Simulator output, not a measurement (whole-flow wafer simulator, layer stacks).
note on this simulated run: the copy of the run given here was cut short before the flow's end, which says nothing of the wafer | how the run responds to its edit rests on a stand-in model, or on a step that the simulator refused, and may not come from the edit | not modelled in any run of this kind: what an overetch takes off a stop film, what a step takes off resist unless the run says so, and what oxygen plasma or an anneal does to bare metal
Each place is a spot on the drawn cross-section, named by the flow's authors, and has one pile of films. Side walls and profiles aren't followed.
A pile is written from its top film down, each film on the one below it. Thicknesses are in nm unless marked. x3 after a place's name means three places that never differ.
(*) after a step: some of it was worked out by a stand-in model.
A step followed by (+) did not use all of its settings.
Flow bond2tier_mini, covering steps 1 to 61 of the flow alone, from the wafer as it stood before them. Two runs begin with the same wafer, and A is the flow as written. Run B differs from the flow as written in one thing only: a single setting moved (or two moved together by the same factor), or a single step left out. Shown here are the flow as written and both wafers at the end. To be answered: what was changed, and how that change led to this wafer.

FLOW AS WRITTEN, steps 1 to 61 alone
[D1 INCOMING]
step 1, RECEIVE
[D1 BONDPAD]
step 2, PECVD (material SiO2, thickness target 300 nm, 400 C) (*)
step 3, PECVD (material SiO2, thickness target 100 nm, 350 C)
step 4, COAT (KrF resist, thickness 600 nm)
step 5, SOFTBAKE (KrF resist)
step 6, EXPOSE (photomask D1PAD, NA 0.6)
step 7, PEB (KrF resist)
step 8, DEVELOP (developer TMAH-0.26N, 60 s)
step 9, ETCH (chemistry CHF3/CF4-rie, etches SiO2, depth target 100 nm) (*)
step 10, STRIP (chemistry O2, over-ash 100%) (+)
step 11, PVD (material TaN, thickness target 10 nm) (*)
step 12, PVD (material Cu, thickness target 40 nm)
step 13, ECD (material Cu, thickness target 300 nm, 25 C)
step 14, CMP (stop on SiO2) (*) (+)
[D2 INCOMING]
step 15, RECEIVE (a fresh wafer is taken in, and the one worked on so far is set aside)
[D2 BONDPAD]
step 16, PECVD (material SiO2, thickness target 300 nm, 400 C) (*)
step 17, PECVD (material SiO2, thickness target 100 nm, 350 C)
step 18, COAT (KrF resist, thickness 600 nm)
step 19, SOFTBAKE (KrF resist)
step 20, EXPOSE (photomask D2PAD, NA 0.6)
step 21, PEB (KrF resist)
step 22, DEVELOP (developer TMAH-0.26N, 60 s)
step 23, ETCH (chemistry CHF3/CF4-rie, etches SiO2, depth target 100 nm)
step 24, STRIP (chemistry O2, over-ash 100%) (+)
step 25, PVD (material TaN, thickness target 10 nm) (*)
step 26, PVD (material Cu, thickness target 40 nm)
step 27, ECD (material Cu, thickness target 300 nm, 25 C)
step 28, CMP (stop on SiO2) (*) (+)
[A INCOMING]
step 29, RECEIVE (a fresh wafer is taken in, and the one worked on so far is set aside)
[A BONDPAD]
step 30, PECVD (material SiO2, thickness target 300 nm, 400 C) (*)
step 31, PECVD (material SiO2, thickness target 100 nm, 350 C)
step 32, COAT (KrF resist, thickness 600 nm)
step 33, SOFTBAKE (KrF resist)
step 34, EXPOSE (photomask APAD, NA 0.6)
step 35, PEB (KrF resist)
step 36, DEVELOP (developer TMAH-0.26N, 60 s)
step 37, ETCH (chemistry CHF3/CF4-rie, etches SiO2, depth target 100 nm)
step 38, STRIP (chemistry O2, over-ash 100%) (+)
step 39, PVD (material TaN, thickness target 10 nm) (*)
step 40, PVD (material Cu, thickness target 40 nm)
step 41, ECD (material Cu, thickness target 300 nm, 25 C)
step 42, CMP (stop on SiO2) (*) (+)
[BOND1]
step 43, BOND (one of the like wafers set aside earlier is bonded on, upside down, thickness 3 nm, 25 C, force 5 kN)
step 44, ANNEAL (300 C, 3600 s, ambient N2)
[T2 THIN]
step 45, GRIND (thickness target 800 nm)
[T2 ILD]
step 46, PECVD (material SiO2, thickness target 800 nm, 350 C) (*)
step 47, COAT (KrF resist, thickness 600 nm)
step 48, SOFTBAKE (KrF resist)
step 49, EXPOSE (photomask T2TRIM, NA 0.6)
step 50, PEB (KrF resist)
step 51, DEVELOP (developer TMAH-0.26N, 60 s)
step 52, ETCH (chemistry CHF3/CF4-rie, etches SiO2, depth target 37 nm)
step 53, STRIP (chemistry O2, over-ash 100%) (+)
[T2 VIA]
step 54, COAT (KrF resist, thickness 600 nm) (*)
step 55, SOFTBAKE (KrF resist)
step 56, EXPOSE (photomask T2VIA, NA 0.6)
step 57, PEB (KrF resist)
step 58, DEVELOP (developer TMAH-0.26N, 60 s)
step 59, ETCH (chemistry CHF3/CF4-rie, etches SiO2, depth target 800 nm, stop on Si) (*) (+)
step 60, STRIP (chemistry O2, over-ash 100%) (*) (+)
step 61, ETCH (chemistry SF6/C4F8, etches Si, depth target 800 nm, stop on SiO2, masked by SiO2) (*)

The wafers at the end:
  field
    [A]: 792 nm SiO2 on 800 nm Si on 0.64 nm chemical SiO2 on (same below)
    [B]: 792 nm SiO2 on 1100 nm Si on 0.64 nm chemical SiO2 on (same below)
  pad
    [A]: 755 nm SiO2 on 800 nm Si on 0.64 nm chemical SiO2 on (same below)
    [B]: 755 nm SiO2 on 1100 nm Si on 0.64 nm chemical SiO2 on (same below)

Cause: step 45, GRIND: thickness target 1100 nm was run, whereas the flow has thickness target 800 nm.
One can read it off the wafer: field has Si 1100, and step 45 as written asks for 800 nm.

The path from the change to this, step by step:
  step 45, GRIND (thickness target 800 nm)
      field, pad, via: A -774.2 um Si | B -773.9 um Si
